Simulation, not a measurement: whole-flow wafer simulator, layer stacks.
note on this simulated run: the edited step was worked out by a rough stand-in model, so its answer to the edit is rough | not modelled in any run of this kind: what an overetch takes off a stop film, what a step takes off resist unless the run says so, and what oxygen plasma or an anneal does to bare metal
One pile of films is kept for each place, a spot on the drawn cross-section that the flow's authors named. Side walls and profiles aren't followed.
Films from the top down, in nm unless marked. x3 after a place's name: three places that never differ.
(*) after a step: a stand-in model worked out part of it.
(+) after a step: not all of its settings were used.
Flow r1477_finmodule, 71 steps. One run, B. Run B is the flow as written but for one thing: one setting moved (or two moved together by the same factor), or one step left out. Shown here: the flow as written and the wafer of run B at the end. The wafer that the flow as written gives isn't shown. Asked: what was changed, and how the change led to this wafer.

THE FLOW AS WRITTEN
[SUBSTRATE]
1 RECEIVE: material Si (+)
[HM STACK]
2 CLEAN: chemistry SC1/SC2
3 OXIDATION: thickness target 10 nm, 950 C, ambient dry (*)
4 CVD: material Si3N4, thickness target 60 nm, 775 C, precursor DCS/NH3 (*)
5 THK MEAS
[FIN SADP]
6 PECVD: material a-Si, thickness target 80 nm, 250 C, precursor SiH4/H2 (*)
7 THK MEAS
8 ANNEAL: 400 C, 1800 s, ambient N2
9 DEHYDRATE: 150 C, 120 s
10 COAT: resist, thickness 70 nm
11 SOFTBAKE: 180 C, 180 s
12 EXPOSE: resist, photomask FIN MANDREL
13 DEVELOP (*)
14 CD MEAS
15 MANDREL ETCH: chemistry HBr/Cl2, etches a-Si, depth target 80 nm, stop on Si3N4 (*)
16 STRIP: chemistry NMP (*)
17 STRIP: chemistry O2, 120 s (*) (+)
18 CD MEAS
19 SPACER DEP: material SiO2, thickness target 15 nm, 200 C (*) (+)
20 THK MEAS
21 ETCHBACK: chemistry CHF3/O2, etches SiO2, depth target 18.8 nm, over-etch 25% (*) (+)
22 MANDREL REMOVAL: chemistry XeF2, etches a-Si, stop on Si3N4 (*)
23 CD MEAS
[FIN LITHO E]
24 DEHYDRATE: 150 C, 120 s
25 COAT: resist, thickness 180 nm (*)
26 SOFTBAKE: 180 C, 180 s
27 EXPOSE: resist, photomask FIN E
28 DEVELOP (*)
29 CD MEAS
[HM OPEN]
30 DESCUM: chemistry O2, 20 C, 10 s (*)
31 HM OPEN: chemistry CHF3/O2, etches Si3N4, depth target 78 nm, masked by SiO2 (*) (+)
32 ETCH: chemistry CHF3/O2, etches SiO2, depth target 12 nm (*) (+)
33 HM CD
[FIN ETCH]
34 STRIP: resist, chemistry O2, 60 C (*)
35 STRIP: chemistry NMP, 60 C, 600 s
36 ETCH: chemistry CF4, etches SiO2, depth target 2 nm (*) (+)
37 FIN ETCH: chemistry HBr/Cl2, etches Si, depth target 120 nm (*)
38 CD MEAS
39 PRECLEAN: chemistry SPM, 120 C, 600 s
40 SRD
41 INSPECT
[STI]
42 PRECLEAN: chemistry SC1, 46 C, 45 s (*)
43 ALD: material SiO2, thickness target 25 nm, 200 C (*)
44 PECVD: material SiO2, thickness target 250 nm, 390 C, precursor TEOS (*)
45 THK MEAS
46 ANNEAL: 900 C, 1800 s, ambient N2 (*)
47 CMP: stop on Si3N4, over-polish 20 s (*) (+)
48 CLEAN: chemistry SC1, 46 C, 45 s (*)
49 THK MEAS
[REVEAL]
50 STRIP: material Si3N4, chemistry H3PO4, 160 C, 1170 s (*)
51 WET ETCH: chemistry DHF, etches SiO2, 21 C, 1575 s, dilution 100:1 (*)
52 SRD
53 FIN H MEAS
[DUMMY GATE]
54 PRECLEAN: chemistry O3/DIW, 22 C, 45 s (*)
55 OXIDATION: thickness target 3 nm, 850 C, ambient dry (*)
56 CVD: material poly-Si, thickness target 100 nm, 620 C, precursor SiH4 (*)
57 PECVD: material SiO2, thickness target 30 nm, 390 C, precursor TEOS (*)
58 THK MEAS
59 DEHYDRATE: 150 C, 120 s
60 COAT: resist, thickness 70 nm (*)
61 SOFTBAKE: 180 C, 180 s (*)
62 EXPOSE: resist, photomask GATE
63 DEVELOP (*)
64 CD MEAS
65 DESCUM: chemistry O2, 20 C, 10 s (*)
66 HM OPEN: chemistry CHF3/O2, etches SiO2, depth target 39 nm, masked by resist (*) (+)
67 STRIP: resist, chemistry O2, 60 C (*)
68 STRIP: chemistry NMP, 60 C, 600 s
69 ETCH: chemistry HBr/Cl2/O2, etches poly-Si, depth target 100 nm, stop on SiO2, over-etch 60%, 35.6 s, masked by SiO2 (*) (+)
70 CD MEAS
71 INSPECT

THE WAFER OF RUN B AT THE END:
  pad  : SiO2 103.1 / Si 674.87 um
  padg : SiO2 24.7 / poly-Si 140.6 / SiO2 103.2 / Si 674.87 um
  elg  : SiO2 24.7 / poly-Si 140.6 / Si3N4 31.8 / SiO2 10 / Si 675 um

The cause: step 56, CVD: thickness target 140.6 nm was run, where the flow has thickness target 100 nm.
It can be read off the wafer: padg has poly-Si 140.6, and step 56 as written asks for 100 nm.

How the change led to this, step by step:
  56 CVD: material poly-Si, thickness target 100 nm, 620 C, precursor SiH4 (*)
      pad, padg, elg and 26 more: poly-Si +140.6 (new film) (as written it would be: poly-Si +100 (new film))
      s40cg, s40co: poly-Si +155.1 (new film) (as written it would be: poly-Si +113.9 (new film))
      (and at 5 more places)
  67 STRIP: resist, chemistry O2, 60 C (*)
      s45cg: resist -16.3 (all of it) (as written it would be: resist -16.9 (all of it))
      s50cg: resist -16.7 (all of it) (as written it would be: resist -17.4 (all of it))
  69 ETCH: chemistry HBr/Cl2/O2, etches poly-Si, depth target 100 nm, stop on SiO2, over-etch 60%, 35.6 s, masked by SiO2 (*) (+)
      elo, e40lo, e100lo, e200lo: chemical SiO2 -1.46 (all of it), poly-Si -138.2 (all of it) (as written it would be: chemical SiO2 -1.46 (all of it), poly-Si -97.6 (all of it), Si3N4 -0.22)
      s40co: chemical SiO2 -1.46 (all of it), poly-Si -152.7 (all of it) (as written it would be: chemical SiO2 -1.46 (all of it), poly-Si -111.5 (all of it), SiO2 -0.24)
      (and at 13 more places)
